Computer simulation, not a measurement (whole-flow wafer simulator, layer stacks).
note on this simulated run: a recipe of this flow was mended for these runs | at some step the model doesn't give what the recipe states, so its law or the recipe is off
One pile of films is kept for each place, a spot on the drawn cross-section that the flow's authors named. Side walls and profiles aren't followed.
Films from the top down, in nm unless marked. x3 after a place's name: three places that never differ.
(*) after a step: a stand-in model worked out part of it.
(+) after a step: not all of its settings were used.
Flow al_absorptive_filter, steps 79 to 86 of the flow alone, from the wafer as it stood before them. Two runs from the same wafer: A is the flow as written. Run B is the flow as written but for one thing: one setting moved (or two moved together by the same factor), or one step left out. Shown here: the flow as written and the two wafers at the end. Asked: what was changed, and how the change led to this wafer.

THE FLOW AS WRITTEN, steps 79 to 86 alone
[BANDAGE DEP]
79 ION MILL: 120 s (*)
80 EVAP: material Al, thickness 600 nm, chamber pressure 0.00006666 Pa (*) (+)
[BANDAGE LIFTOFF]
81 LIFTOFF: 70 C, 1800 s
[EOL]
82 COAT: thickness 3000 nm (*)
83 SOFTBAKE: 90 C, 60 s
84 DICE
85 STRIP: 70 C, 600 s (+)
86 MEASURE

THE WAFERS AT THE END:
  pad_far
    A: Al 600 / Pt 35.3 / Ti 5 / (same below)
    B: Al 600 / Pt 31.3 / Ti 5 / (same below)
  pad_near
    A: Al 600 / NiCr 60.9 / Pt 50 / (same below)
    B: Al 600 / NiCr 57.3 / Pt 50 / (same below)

The cause: step 79, ION MILL: 153 s was run, where the flow has 120 s.

How the change led to this, step by step:
  79 ION MILL: 120 s (*)
      gnd, ledge, res and 9 more: A i-line-resist -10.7 | B i-line-resist -13.6
      pad_far: A Pt -14.7 | B Pt -18.7
      (and at 1 more place)
